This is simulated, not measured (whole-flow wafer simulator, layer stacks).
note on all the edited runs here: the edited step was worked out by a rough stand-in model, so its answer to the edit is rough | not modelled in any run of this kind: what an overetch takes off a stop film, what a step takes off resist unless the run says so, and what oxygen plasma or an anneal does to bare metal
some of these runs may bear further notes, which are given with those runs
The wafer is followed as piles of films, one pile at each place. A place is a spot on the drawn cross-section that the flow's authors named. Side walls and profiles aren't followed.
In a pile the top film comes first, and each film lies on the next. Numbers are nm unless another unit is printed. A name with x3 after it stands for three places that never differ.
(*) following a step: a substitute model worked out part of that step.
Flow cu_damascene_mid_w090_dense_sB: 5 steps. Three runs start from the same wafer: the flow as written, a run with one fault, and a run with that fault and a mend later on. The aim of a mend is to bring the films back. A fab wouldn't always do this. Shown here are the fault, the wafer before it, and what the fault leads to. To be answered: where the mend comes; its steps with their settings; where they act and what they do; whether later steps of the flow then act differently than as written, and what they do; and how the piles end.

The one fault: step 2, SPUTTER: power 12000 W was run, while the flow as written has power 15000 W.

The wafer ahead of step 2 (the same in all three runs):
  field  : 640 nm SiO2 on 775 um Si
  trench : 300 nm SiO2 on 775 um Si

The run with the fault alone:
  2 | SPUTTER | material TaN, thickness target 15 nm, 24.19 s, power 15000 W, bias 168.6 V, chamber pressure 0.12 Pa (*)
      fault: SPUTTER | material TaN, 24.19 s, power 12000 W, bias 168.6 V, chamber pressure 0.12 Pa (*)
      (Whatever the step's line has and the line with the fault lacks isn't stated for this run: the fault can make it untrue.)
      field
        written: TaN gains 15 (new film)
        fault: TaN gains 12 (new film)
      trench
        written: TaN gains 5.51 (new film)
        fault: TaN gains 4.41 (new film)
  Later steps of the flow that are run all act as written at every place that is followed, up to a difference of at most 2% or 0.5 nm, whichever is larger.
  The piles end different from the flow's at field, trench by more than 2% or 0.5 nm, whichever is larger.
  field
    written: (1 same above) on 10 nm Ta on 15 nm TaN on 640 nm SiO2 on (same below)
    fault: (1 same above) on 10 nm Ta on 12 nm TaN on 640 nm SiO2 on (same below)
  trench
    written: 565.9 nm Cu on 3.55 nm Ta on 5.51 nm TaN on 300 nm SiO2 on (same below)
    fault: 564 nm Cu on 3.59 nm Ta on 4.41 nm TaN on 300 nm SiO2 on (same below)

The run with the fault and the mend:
  The mend stands after step 2.
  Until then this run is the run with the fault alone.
  2a | SPUTTER | material TaN, thickness target 3 nm, 4.842 s, power 15000 W, bias 168.6 V, chamber pressure 0.12 Pa (*) (a further turn of the flow's step 2, with different settings)
      field
        TaN gains 3
      trench
        TaN gains 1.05
  Later steps of the flow that are run all act as written at every place that is followed, up to a difference of at most 2% or 0.5 nm, whichever is larger.
  The piles end only slightly different from the flow's at the places that both follow, by no more than 2% or 0.5 nm, whichever is larger.
